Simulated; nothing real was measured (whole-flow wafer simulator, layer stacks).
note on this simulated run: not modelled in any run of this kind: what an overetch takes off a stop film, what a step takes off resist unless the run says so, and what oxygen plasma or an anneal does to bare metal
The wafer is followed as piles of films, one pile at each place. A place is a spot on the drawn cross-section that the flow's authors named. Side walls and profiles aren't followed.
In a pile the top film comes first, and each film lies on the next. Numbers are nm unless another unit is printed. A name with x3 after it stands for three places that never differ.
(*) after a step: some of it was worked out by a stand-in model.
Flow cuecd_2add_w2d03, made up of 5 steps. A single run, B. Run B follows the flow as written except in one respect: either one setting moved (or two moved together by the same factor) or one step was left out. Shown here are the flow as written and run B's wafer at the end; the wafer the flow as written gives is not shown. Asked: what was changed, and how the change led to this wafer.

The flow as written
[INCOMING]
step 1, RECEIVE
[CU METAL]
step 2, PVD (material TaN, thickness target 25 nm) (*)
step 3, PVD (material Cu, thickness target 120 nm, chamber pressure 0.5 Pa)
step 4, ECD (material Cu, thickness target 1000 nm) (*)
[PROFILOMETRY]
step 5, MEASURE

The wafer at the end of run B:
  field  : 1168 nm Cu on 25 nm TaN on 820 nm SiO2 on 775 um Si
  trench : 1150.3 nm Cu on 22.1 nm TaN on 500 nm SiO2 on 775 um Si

Cause: step 3, PVD: thickness target 168 nm was run, though the flow has thickness target 120 nm.

Step by step, how the change led to this:
  step 3, PVD (material Cu, thickness target 120 nm, chamber pressure 0.5 Pa)
      field: +168 Cu (new film) (as written it would have been: +120 Cu (new film))
      trench: +150.3 Cu (new film) (as written it would have been: +107.2 Cu (new film))
